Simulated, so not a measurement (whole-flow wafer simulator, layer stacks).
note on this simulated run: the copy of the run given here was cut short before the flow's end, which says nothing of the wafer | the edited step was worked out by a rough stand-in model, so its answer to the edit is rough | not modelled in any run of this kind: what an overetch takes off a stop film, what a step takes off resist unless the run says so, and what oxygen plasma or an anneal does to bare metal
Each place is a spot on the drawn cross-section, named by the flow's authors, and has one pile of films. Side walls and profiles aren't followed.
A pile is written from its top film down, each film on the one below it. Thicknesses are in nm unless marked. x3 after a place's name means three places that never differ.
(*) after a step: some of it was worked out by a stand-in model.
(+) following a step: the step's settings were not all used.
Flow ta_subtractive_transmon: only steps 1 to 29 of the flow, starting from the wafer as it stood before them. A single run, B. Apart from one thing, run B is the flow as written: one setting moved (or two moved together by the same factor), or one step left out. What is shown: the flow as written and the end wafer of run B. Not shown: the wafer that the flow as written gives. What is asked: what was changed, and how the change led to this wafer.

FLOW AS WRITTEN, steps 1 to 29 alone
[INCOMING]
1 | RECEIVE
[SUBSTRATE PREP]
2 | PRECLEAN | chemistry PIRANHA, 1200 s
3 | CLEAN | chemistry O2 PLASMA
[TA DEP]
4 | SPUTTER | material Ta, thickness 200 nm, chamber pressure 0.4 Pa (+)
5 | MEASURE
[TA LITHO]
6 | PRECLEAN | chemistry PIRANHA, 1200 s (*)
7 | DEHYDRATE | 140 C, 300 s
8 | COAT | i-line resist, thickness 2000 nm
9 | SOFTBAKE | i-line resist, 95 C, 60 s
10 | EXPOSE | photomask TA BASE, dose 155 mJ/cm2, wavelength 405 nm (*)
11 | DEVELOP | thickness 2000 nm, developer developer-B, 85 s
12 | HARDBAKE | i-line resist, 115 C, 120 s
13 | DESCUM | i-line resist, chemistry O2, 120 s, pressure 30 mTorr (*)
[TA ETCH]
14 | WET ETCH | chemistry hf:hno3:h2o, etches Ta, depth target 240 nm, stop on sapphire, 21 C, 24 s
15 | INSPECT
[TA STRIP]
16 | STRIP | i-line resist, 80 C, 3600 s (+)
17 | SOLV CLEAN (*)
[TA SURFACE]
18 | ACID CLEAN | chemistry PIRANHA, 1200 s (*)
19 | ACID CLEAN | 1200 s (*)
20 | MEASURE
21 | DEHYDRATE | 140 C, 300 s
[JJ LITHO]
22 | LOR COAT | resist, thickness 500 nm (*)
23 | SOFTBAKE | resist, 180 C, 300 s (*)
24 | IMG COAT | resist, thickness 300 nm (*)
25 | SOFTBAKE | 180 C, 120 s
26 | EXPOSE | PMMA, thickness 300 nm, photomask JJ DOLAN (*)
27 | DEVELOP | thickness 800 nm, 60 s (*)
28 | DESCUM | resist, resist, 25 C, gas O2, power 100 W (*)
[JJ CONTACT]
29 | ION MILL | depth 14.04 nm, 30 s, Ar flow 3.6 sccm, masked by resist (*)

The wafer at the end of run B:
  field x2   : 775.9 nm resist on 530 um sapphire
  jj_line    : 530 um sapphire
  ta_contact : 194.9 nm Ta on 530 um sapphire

What caused this: step 29, ION MILL: depth 7.159 nm was run, while the flow as written has depth 14.04 nm; step 29, ION MILL: 15.3 s was run, where the flow has 30 s.

How this came from the change, step by step:
  29 | ION MILL | depth 14.04 nm, 30 s, Ar flow 3.6 sccm, masked by resist (*)
      field x2, ta_pad: -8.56 resist (it would be, as written: -16.8 resist)
      jj_line, lead: -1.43 sapphire (it would be, as written: -2.8 sapphire)
      (also at 1 further place)
